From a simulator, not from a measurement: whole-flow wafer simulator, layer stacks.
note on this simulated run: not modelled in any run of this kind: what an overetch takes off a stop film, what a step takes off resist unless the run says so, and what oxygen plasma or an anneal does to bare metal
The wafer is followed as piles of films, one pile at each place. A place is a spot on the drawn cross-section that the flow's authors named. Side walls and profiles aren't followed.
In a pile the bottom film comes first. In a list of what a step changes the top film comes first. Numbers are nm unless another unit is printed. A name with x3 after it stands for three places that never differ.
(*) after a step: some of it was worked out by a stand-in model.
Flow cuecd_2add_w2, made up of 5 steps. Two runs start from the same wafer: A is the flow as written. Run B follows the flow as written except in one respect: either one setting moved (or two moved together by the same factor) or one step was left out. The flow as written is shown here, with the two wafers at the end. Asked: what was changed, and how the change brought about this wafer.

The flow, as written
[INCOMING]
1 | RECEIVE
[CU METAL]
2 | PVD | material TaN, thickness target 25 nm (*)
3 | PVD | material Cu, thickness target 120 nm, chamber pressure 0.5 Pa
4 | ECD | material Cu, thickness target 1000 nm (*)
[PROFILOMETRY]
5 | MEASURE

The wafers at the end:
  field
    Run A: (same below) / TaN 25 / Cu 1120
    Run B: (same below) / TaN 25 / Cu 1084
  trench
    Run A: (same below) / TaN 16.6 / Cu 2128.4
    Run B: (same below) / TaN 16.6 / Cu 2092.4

Cause: step 3, PVD: thickness target 84 nm was run, whereas the flow has thickness target 120 nm.

The path from the change to this, step by step:
  3 | PVD | material Cu, thickness target 120 nm, chamber pressure 0.5 Pa
      field: A +120 Cu (new film) | B +84 Cu (new film)
      trench: A +80.8 Cu (new film) | B +56.7 Cu (new film)
